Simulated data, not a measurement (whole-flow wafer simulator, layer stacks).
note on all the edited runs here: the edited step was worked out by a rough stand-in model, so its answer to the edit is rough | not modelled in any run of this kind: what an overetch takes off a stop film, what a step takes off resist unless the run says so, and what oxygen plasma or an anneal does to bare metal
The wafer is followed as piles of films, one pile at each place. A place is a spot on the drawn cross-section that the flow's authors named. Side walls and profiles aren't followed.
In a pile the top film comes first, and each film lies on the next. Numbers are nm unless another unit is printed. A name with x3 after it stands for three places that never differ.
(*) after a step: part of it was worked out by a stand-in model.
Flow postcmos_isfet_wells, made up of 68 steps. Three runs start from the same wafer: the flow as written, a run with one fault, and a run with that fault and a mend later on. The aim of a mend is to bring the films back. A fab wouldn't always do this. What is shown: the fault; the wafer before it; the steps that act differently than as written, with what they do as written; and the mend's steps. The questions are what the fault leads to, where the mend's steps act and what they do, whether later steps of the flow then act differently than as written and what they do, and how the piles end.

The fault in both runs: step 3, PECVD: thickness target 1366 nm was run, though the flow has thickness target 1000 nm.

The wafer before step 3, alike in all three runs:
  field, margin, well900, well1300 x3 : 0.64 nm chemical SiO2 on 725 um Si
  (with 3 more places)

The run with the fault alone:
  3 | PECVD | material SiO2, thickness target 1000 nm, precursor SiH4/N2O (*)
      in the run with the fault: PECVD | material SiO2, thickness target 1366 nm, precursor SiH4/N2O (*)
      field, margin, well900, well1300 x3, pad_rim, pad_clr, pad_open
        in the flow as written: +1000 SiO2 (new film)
        in the run with the fault: +1366 SiO2 (new film)
  None of the later steps of the flow acts differently than as written at any place that is followed.
  The piles end different from the flow's at field, margin, well900, well1300 x3, pad_rim, pad_clr, pad_open by more than 2% or 0.5 nm, whichever is larger.
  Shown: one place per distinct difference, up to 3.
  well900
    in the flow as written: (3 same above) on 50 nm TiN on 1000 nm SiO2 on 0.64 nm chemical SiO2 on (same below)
    in the run with the fault: (3 same above) on 50 nm TiN on 1366 nm SiO2 on 0.64 nm chemical SiO2 on (same below)
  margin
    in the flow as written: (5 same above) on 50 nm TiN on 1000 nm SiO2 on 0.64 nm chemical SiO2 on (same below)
    in the run with the fault: (5 same above) on 50 nm TiN on 1366 nm SiO2 on 0.64 nm chemical SiO2 on (same below)
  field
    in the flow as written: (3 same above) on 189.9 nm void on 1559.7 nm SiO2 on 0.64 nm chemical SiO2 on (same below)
    in the run with the fault: (3 same above) on 189.9 nm void on 1925.7 nm SiO2 on 0.64 nm chemical SiO2 on (same below)

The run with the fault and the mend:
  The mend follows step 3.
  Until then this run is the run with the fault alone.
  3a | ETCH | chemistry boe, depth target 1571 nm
      field, margin, well900, well1300 x3, pad_rim, pad_clr, pad_open
        -1366 SiO2 (all of it), -0.64 chemical SiO2 (all of it)
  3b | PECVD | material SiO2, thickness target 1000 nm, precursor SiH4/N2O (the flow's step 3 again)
      field, margin, well900, well1300 x3, pad_rim, pad_clr, pad_open
        +1000 SiO2 (new film)
  None of the later steps of the flow acts differently than as written at any place that is followed.
  The piles end different from the flow's at field, margin, well900, well1300 x3, pad_rim, pad_clr, pad_open by more than 2% or 0.5 nm, whichever is larger.
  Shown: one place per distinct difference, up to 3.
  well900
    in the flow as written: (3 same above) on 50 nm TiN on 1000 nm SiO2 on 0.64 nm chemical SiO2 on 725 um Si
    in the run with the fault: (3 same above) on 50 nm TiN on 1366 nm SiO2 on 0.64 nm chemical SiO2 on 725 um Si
    in the run with the mend: (3 same above) on 50 nm TiN on 1000 nm SiO2 on 725 um Si
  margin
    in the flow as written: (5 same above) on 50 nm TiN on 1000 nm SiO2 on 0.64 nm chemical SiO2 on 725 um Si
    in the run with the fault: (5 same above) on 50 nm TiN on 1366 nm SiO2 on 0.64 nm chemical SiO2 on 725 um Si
    in the run with the mend: (5 same above) on 50 nm TiN on 1000 nm SiO2 on 725 um Si
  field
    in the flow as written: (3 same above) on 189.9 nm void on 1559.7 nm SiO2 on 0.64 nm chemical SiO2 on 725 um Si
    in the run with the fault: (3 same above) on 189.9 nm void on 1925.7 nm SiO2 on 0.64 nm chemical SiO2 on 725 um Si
    in the run with the mend: (3 same above) on 189.9 nm void on 1559.7 nm SiO2 on 725 um Si
